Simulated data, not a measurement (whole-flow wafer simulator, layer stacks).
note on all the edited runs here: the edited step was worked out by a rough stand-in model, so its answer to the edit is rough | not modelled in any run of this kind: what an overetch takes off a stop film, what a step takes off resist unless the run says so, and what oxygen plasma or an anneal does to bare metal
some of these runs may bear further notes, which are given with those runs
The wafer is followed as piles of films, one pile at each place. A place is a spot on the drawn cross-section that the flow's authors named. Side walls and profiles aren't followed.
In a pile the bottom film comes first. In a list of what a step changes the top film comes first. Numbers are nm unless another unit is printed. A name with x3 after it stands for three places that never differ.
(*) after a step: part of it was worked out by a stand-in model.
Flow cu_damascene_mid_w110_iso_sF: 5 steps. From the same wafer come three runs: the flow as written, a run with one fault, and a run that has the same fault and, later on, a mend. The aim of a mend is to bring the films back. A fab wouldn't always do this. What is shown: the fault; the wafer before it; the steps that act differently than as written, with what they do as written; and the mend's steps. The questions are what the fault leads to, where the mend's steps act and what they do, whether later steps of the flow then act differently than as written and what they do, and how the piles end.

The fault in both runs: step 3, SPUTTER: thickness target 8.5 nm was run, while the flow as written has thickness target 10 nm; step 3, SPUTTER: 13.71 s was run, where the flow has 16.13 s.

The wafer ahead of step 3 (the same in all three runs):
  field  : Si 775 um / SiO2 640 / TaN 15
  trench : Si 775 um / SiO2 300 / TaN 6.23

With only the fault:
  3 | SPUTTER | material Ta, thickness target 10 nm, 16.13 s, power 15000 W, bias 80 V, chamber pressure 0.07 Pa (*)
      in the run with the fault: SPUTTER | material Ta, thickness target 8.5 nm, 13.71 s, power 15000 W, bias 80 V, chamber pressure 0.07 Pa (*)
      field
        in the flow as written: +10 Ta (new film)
        in the run with the fault: +8.5 Ta (new film)
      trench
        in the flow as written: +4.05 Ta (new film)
        in the run with the fault: +3.44 Ta (new film)
  Every later step of the flow that is run acts as written, at every place that is followed, to within 2% or 0.5 nm, whichever is larger.
  By the end, the piles at field, trench depart from the flow's by more than 2% or 0.5 nm, whichever is larger.
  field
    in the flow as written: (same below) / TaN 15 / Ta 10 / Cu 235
    in the run with the fault: (same below) / TaN 15 / Ta 8.5 / Cu 235
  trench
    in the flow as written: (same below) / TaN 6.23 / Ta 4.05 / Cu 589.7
    in the run with the fault: (same below) / TaN 6.23 / Ta 3.44 / Cu 588.8

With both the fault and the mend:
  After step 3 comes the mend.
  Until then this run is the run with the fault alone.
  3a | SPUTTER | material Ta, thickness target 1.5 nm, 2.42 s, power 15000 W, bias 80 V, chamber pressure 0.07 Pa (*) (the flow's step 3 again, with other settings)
      field
        +1.5 Ta
      trench
        +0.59 Ta
  Every later step of the flow that is run acts as written at every place that is followed.
  When the end is reached, the piles differ only a little from the flow's at the places that both follow, at most by 2% or 0.5 nm, whichever is larger.
